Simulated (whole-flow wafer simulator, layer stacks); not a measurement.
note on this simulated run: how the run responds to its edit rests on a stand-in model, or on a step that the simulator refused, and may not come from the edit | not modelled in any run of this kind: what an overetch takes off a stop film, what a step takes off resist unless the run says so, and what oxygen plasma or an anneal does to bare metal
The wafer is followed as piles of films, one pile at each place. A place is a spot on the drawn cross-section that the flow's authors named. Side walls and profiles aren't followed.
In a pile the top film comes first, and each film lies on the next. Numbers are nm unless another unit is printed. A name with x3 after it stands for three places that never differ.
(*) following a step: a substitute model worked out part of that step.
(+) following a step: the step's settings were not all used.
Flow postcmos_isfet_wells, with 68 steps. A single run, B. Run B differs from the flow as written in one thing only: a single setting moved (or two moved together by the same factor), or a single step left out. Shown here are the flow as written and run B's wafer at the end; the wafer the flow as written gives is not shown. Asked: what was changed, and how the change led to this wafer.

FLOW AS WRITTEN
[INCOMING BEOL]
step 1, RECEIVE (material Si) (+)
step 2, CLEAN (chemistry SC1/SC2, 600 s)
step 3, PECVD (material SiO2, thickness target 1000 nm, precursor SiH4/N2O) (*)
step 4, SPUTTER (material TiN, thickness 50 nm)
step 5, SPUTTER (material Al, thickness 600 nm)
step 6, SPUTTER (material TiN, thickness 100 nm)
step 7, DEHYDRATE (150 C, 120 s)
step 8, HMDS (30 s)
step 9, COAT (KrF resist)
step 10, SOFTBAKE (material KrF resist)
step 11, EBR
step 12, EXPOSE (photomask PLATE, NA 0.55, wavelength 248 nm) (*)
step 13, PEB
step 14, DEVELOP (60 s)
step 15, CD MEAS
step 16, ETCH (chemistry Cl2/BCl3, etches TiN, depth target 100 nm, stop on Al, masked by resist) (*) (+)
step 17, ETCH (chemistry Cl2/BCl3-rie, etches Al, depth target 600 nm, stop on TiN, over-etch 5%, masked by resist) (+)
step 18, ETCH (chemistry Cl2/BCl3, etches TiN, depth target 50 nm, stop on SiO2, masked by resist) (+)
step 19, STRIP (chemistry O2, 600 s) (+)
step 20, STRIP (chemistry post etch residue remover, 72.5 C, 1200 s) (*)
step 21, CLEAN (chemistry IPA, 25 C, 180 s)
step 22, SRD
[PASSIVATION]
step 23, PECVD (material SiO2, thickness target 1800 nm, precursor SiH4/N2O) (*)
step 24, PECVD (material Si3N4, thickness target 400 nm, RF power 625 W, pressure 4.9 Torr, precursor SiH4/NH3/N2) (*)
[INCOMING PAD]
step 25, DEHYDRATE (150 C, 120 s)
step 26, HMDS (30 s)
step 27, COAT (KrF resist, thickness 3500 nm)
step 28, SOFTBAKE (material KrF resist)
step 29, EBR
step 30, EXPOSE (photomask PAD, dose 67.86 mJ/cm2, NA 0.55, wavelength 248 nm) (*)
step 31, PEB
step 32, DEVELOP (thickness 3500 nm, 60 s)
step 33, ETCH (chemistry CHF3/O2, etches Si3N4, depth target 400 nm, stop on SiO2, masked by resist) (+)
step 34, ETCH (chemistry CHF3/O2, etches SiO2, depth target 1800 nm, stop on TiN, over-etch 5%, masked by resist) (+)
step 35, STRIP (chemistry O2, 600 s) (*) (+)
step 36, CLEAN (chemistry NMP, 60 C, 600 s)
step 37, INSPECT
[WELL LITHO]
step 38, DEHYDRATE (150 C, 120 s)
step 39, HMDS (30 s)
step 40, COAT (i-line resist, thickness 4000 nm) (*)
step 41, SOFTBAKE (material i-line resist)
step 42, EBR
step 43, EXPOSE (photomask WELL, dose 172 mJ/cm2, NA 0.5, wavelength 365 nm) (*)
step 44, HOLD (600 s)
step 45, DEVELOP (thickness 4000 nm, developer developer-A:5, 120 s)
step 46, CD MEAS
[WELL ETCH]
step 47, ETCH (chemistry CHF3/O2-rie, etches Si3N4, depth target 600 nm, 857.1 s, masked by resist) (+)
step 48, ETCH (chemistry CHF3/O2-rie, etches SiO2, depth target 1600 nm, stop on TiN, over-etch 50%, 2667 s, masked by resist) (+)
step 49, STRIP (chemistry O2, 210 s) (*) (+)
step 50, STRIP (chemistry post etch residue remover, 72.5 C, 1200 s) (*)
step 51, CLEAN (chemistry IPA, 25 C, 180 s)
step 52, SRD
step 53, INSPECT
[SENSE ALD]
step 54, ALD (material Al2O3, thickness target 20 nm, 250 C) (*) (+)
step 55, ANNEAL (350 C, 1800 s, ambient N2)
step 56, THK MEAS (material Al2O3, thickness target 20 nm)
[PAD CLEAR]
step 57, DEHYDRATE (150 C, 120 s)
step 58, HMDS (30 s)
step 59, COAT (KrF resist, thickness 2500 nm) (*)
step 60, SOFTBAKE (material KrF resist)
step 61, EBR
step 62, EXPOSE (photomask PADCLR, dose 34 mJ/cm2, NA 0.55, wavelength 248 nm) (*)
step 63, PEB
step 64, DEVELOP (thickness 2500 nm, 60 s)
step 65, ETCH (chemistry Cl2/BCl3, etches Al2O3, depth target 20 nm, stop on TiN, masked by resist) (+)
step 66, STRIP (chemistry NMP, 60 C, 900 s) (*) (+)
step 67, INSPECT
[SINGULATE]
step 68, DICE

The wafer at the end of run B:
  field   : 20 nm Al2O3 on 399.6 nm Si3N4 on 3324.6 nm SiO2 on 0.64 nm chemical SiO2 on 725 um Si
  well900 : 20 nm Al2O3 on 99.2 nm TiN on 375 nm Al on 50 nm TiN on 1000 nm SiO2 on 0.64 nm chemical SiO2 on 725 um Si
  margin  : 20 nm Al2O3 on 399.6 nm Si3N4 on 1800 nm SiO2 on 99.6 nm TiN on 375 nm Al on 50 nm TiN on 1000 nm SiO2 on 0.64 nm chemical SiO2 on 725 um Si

Cause: step 5, SPUTTER: thickness 375 nm was run, though the flow has thickness 600 nm.
The wafer itself shows it: well900 has Al 375, and step 5 as written asks for 600 nm.

Step by step, how the change led to this:
  step 5, SPUTTER (material Al, thickness 600 nm)
      field, margin, well900, well1300 x3, pad_rim, pad_clr, pad_open: +375 Al (new film) (it would be, as written: +600 Al (new film))
  step 17, ETCH (chemistry Cl2/BCl3-rie, etches Al, depth target 600 nm, stop on TiN, over-etch 5%, masked by resist) (+)
      margin, well900, well1300 x3, pad_rim, pad_clr, pad_open: -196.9 KrF resist (it would be, as written: -300 KrF resist)
      field: -375 Al (all of it) (it would be, as written: -600 Al (all of it))
  step 19, STRIP (chemistry O2, 600 s) (+)
      margin, well900, well1300 x3, pad_rim, pad_clr, pad_open: -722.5 KrF resist (all of it) (it would be, as written: -619.4 KrF resist (all of it))
  step 23, PECVD (material SiO2, thickness target 1800 nm, precursor SiH4/N2O) (*)
      field: +2324.6 SiO2 (it would be, as written: +1800 SiO2 (new film), +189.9 void (new film), +559.7 SiO2)
